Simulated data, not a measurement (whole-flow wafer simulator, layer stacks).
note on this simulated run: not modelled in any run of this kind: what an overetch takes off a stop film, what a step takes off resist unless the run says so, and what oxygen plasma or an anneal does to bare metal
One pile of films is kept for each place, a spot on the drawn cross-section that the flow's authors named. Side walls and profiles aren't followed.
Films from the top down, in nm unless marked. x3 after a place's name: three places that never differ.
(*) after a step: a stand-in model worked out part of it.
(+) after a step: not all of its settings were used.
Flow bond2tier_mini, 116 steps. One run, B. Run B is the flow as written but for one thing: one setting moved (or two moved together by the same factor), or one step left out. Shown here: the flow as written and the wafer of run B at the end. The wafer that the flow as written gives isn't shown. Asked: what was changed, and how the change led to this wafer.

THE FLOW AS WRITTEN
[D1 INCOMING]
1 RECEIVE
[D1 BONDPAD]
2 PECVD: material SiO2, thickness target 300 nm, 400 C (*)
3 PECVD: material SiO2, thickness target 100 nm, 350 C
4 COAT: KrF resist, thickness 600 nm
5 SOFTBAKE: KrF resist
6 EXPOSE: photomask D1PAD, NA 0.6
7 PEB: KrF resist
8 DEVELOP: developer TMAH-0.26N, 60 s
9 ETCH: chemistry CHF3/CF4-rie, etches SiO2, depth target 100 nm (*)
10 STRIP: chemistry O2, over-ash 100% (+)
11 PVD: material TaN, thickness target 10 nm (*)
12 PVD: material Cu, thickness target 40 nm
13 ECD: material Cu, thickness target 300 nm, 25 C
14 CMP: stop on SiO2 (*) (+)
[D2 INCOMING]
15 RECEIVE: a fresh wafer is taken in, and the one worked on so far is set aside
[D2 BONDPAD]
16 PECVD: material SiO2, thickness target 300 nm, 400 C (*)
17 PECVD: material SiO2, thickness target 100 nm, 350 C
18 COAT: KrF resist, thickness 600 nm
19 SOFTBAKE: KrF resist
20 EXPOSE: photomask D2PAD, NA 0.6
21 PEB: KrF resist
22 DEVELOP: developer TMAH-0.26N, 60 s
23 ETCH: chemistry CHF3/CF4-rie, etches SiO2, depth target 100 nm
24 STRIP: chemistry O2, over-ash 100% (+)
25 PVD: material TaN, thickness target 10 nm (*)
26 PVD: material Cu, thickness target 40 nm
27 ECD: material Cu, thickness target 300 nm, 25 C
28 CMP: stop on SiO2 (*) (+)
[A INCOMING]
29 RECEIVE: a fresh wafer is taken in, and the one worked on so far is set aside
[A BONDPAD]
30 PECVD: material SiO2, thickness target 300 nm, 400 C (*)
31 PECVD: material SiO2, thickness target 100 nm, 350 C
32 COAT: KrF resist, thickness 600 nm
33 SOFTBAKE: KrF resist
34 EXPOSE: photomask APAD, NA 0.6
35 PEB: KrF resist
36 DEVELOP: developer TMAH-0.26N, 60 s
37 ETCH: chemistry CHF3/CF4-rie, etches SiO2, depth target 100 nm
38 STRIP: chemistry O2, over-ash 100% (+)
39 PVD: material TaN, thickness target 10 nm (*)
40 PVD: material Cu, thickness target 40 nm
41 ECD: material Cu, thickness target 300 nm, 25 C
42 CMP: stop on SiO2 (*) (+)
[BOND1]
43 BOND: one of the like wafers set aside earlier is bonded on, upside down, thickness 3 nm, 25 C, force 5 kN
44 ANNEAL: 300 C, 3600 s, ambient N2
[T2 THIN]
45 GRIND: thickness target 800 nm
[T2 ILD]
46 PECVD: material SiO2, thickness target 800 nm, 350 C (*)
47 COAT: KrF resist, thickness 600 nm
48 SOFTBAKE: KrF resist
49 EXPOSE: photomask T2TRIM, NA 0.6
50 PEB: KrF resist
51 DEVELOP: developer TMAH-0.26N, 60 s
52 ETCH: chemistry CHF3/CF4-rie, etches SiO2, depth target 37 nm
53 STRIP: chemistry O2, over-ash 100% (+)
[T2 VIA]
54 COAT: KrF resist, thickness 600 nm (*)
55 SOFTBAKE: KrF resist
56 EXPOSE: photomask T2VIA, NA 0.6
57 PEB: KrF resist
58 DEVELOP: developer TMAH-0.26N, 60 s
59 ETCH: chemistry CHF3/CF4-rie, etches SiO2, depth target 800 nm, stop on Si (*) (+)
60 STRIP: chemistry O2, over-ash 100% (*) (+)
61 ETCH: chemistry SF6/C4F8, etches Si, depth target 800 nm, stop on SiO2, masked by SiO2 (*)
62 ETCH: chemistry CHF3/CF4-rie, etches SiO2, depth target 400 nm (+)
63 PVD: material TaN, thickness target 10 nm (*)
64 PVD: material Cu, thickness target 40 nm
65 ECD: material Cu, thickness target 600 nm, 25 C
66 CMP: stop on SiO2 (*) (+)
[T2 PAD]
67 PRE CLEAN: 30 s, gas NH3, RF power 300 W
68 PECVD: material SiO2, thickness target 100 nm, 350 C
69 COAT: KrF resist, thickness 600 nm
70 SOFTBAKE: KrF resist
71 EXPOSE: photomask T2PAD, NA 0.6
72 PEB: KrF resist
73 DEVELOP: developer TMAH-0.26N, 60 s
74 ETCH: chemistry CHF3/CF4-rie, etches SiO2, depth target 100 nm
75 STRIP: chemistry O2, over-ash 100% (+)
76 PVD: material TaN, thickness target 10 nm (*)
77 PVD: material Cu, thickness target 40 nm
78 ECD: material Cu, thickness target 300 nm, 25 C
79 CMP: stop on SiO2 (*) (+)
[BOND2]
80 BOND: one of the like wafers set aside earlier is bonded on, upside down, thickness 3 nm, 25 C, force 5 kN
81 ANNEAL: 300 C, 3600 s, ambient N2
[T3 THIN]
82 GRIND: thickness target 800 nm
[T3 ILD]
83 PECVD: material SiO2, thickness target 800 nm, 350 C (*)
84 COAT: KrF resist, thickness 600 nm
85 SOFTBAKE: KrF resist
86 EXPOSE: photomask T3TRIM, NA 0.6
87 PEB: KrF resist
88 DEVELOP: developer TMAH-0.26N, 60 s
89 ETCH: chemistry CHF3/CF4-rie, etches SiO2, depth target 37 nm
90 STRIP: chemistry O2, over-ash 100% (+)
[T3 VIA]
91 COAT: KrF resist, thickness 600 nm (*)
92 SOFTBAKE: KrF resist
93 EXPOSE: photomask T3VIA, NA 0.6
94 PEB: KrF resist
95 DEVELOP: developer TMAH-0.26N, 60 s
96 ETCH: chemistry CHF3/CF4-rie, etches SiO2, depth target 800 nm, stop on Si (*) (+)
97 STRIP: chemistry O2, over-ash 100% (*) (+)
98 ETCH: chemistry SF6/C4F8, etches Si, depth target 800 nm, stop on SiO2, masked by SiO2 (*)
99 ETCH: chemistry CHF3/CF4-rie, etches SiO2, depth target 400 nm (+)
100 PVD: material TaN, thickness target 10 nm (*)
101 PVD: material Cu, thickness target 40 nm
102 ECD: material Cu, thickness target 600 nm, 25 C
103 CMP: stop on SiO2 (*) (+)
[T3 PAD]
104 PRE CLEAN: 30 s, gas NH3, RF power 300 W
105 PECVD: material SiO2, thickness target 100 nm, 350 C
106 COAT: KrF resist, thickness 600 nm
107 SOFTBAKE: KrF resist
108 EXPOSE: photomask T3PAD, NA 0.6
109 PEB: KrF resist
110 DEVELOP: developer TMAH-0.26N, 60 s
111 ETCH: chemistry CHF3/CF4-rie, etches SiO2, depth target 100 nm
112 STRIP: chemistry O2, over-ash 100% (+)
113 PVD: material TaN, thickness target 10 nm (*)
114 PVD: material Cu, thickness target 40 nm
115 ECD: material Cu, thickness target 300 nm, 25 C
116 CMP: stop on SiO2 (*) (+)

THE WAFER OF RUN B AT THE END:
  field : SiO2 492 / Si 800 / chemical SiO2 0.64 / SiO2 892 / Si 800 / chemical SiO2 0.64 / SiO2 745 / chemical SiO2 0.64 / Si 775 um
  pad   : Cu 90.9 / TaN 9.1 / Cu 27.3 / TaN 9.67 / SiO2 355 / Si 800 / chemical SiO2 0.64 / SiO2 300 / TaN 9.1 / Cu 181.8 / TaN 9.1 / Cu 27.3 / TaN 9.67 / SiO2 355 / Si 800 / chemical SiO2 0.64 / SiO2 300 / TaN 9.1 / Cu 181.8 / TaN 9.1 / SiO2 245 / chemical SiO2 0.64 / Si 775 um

The cause: step 31, PECVD: thickness target 45 nm was run, where the flow has thickness target 100 nm.

How the change led to this, step by step:
  31 PECVD: material SiO2, thickness target 100 nm, 350 C
      field, pad, via: SiO2 +45 (as written it would be: SiO2 +100)
